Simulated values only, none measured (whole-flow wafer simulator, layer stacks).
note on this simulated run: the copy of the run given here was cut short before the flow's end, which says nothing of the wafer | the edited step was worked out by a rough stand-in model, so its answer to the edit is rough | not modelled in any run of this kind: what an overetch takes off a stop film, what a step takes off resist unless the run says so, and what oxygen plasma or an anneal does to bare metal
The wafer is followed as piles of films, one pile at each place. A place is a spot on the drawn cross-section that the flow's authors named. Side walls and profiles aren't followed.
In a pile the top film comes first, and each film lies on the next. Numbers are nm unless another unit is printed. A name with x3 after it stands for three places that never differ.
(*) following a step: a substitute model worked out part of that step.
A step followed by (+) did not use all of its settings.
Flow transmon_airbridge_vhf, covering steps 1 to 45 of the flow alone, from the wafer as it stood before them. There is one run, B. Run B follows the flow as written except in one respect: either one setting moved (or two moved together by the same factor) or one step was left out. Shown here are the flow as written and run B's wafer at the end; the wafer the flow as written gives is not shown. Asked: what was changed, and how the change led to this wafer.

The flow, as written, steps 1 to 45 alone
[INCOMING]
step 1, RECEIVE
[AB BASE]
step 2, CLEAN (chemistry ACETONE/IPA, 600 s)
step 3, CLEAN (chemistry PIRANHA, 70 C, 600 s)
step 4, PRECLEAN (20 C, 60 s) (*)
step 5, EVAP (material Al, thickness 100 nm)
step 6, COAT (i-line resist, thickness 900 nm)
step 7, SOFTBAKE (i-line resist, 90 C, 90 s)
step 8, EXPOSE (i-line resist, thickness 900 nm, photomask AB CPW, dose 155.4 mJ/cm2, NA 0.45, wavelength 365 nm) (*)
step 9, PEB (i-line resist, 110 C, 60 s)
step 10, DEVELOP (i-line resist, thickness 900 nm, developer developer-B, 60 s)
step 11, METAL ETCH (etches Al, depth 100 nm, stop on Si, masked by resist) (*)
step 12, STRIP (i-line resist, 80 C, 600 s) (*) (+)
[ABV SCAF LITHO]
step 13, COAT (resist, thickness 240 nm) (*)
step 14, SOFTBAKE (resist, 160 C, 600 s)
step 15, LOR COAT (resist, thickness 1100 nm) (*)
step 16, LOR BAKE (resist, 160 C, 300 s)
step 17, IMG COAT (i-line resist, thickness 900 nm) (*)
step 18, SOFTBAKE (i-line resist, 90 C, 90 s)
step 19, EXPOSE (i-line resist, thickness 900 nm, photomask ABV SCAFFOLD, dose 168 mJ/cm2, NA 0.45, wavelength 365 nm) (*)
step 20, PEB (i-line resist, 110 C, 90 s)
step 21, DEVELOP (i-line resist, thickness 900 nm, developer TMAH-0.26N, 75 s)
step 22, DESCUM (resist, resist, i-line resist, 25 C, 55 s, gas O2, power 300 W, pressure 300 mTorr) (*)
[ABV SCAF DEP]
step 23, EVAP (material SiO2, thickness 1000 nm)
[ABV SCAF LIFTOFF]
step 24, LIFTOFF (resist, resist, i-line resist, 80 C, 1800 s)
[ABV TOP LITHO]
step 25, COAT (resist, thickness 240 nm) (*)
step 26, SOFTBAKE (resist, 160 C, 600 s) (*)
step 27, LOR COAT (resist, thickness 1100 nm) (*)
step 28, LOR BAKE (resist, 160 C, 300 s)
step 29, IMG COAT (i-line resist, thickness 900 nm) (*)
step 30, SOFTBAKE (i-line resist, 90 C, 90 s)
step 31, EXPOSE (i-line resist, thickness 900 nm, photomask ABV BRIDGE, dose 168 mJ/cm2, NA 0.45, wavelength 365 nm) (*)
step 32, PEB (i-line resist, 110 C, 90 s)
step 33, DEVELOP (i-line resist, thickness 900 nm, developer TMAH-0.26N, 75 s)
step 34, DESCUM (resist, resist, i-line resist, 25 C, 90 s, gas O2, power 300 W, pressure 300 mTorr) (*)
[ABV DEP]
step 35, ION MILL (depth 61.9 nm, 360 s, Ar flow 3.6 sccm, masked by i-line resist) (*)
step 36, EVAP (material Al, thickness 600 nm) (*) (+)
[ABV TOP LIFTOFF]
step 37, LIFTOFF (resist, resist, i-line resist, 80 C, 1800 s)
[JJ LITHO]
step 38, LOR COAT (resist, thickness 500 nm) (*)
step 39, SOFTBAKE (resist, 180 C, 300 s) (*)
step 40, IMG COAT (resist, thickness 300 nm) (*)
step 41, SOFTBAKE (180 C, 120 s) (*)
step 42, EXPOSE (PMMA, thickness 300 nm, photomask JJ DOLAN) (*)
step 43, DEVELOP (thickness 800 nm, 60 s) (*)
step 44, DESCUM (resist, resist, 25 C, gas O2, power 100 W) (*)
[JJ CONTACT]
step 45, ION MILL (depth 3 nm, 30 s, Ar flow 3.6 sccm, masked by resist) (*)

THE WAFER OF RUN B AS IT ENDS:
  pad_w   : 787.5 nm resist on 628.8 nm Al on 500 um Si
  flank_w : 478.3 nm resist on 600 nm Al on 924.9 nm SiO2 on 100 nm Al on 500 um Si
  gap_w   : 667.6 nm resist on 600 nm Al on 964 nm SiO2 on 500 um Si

What caused this: step 15, LOR COAT: thickness 440 nm was run, though the flow has thickness 1100 nm.

The path from the change to this, step by step:
  step 15, LOR COAT (resist, thickness 1100 nm) (*)
      field x3, jj_line, trace_open_s x2, margin_s, bridge_strip, margin_n: resist gains 440 (in the flow as written it would be: resist gains 1100)
      pad_w, pad_e: resist gains 434.8 (in the flow as written it would be: resist gains 1090.9)
      (as well as at 6 more places)
  step 21, DEVELOP (i-line resist, thickness 900 nm, developer TMAH-0.26N, 75 s)
      margin_s, bridge_strip, margin_n: i-line resist loses 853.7 (all of it), resist loses 440 (in the flow as written it would be: i-line resist loses 853.7 (all of it), resist loses 1100)
      flank_w, flank_e: i-line resist loses 857.3 (all of it), resist loses 429.9 (in the flow as written it would be: i-line resist loses 860.9 (all of it), resist loses 1086.4)
      (as well as at 3 more places)
  step 23, EVAP (material SiO2, thickness 1000 nm)
      flank_w, flank_e: SiO2 gains 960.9 (new film) (in the flow as written it would be: SiO2 gains 929.3 (new film))
  step 24, LIFTOFF (resist, resist, i-line resist, 80 C, 1800 s)
      field x3, jj_line, trace_open_s x2: SiO2 loses 1000 (all of it), i-line resist loses 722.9 (all of it), resist loses 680 (all of it) (in the flow as written it would be: SiO2 loses 1000 (all of it), i-line resist loses 722.9 (all of it), resist loses 1340 (all of it))
      pad_w, pad_e: SiO2 loses 1000 (all of it), i-line resist loses 715.2 (all of it), resist loses 674.1 (all of it) (in the flow as written it would be: SiO2 loses 1000 (all of it), i-line resist loses 718 (all of it), resist loses 1330.2 (all of it))
      (as well as at 1 more place)
  step 25, COAT (resist, thickness 240 nm) (*)
      flank_w, flank_e: resist gains 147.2 (new film) (in the flow as written it would be: resist gains 152.6 (new film))
  step 34, DESCUM (resist, resist, i-line resist, 25 C, 90 s, gas O2, power 300 W, pressure 300 mTorr) (*)
      flank_w, flank_e: resist loses 147.2 (all of it) (in the flow as written it would be: resist loses 152.6 (all of it))
  step 40, IMG COAT (resist, thickness 300 nm) (*)
      flank_w, flank_e: resist gains 204.8 (in the flow as written it would be: resist gains 212.1)
